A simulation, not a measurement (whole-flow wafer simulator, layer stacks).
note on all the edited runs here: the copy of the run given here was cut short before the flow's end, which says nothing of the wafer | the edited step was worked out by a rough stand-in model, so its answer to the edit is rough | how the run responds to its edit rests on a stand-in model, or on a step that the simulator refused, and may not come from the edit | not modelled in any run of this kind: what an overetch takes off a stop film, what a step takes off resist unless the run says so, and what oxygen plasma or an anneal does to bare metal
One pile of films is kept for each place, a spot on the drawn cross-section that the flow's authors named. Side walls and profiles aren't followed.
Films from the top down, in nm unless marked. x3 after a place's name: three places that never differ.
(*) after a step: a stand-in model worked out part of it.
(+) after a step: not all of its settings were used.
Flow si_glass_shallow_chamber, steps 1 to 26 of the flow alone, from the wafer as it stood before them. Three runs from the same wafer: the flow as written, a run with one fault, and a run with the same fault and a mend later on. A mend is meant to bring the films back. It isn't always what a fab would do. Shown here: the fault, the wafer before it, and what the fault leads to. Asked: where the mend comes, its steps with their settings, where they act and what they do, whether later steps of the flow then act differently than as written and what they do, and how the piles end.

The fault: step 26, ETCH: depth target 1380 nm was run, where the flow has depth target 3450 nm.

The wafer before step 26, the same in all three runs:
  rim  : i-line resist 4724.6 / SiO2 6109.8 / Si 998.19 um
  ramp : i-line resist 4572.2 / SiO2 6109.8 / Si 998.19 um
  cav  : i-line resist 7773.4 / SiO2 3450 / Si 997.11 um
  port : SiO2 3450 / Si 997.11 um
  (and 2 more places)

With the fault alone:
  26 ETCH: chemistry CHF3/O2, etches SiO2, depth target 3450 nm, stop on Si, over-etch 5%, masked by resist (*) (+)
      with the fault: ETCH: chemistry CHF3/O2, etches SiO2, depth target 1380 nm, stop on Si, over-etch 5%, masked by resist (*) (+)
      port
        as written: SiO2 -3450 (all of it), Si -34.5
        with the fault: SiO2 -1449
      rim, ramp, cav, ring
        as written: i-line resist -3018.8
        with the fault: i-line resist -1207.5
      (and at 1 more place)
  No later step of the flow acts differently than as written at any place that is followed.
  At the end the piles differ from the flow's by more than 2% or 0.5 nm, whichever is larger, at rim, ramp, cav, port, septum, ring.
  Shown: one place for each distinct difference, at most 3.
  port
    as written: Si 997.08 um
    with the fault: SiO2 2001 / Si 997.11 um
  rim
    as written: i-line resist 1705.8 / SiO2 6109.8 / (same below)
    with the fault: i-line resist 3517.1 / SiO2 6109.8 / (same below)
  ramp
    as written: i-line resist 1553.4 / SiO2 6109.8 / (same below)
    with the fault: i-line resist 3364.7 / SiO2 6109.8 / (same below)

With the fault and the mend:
  The mend comes after step 26.
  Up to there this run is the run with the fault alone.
  26a ETCH: chemistry CHF3/O2, etches SiO2, depth target 2070 nm, stop on Si, over-etch 5%, masked by resist (*) (the flow's step 26 once more, with other settings)
      rim, ramp, cav, septum, ring
        i-line resist -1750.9
      port
        SiO2 -2001 (all of it), Si -34.5
  No later step of the flow acts differently than as written at any place that is followed.
  At the end the piles differ from the flow's by more than 2% or 0.5 nm, whichever is larger, at rim, ramp.
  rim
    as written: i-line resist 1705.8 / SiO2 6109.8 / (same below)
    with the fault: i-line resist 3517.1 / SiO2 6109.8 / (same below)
    with the mend: i-line resist 1766.2 / SiO2 6109.8 / (same below)
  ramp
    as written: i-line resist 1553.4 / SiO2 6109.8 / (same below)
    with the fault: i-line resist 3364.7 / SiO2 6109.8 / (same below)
    with the mend: i-line resist 1613.8 / SiO2 6109.8 / (same below)
